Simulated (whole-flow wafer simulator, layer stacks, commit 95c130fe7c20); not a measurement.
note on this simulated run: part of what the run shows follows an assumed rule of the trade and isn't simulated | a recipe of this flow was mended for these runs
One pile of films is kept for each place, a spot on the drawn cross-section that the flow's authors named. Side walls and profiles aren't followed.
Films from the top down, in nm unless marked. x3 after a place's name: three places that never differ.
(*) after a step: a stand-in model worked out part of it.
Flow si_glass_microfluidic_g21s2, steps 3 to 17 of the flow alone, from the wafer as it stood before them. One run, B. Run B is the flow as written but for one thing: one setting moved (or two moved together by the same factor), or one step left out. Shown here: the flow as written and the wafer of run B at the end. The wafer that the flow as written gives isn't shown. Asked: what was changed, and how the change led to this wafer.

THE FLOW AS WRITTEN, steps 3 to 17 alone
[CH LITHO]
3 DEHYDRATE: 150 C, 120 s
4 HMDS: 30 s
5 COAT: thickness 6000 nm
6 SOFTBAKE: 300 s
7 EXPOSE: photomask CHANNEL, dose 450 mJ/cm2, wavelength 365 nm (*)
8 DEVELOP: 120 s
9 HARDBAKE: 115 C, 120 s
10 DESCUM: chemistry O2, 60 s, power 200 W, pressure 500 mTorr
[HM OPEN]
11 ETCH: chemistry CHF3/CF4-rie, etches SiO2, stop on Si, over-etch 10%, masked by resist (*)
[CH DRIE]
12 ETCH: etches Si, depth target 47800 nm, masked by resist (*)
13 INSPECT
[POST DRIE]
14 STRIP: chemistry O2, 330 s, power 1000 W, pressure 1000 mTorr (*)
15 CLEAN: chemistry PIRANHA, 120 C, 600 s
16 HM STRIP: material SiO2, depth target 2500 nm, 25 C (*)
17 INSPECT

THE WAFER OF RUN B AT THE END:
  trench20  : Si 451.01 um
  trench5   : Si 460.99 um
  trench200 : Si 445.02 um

The cause: step 11, ETCH: over-etch 16% was run, where the flow has over-etch 10%.

How the change led to this, step by step:
  11 ETCH: chemistry CHF3/CF4-rie, etches SiO2, stop on Si, over-etch 10%, masked by resist (*)
      trench20, trench5, trench200: SiO2 -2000 (all of it), Si -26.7 (as written it would be: SiO2 -2000 (all of it), Si -16.7)
      land: thick-i-line-resist -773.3 (as written it would be: thick-i-line-resist -733.3)
  12 ETCH: etches Si, depth target 47800 nm, masked by resist (*)
      trench5: Si -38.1 um (as written it would be: Si -38.09 um)
      trench200: Si -54.07 um (as written it would be: Si -54.08 um)
